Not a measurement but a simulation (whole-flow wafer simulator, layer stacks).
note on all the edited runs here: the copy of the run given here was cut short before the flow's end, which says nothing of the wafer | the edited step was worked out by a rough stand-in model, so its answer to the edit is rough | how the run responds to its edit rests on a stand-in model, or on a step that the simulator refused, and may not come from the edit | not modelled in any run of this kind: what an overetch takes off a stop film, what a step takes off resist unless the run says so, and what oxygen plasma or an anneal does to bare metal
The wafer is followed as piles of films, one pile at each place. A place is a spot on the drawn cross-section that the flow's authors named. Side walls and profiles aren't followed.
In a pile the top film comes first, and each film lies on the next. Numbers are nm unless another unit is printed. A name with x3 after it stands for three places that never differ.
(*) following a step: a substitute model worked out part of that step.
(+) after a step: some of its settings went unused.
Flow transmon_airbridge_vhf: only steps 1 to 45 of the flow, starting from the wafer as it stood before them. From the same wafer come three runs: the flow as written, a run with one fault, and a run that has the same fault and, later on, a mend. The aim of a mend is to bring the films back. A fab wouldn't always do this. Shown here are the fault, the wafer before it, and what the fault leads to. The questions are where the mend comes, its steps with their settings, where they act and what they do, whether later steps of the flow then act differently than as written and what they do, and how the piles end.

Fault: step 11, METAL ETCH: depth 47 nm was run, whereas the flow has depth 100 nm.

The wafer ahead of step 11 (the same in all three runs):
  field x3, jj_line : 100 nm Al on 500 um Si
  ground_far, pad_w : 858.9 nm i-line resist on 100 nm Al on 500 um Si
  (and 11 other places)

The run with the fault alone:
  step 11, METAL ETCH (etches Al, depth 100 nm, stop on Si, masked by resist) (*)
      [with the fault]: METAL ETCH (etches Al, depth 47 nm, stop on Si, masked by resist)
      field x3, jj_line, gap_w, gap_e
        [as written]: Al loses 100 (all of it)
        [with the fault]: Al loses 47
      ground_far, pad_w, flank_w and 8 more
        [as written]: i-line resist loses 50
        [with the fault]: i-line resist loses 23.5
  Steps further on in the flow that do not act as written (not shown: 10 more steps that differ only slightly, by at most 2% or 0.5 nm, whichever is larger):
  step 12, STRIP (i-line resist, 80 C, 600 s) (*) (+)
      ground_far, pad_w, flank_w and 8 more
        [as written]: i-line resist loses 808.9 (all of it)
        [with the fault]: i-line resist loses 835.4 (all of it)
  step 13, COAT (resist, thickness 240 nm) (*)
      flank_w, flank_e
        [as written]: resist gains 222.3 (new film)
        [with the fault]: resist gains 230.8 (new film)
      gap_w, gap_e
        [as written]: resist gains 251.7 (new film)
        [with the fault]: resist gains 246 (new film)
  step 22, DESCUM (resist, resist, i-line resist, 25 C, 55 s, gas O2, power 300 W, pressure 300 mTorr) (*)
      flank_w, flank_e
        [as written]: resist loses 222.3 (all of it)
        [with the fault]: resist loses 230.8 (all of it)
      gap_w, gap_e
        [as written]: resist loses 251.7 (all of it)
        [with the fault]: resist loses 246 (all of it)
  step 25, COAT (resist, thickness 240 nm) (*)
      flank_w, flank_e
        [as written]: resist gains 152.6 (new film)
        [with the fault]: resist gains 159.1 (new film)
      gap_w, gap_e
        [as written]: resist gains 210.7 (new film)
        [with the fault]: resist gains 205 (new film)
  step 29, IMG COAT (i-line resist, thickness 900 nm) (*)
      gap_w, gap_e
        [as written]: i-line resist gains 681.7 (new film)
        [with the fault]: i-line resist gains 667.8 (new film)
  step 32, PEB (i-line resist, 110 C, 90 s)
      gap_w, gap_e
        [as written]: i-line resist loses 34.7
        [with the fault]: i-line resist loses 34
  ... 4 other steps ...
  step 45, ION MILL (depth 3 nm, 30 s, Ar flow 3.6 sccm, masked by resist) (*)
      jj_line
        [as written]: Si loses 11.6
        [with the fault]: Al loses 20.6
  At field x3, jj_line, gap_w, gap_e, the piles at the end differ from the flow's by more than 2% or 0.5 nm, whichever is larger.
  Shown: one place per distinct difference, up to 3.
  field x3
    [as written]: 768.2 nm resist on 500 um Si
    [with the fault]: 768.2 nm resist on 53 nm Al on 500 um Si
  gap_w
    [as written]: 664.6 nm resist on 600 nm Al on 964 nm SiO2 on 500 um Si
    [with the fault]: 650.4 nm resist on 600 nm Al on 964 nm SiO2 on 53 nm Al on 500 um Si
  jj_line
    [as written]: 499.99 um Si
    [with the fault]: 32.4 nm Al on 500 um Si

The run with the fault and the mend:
  After step 12 comes the mend.
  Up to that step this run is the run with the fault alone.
  step 12a, COAT (i-line resist, thickness 900 nm) (*) (the flow's step 6, run once more)
      field x3, jj_line, trace_open_s x2, margin_s, bridge_strip, margin_n
        i-line resist gains 900 (new film)
      pad_w, pad_e
        i-line resist gains 894.2 (new film)
      flank_w, flank_e
        i-line resist gains 889 (new film)
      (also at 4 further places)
  step 12b, SOFTBAKE (i-line resist, 90 C, 90 s) (the flow's step 7, run once more)
      flank_w, flank_e
        i-line resist loses 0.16
      gap_w, gap_e
        i-line resist gains 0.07
  step 12c, EXPOSE (i-line resist, thickness 900 nm, photomask AB CPW, dose 155.4 mJ/cm2, NA 0.45, wavelength 365 nm) (*) (the flow's step 8, run once more)
      leaves every film unchanged at each place that is followed
  step 12d, PEB (i-line resist, 110 C, 60 s) (the flow's step 9, run once more)
      field x3, jj_line, trace_open_s x2, margin_s, bridge_strip, margin_n
        i-line resist loses 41
      pad_w, pad_e
        i-line resist loses 40.8
      flank_w, flank_e
        i-line resist loses 40.5
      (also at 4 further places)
  step 12e, DEVELOP (i-line resist, thickness 900 nm, developer developer-B, 60 s) (the flow's step 10, run once more)
      trace_open_s x2, margin_s, bridge_strip, margin_n
        i-line resist loses 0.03
      field x3, jj_line
        i-line resist loses 859 (all of it)
      gap_w, gap_e
        i-line resist loses 883.5 (all of it)
  step 12f, METAL ETCH (etches Al, depth 53 nm, stop on Si, masked by resist) (*) (the flow's step 11, run once more with other settings)
      ground_far, pad_w, flank_w and 8 more
        i-line resist loses 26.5
      field x3, jj_line, gap_w, gap_e
        Al loses 53 (all of it)
  step 12g, STRIP (i-line resist, 80 C, 600 s) (*) (+) (the flow's step 12, run once more)
      trace_open_s x2, margin_s, bridge_strip, margin_n
        i-line resist loses 832.4 (all of it)
      pad_w, pad_e
        i-line resist loses 826.9 (all of it)
      flank_w, flank_e
        i-line resist loses 821.8 (all of it)
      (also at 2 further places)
  Later steps of the flow that are run all act as written at every place that is followed.
  At every place that both follow, the piles at the end match the flow's.
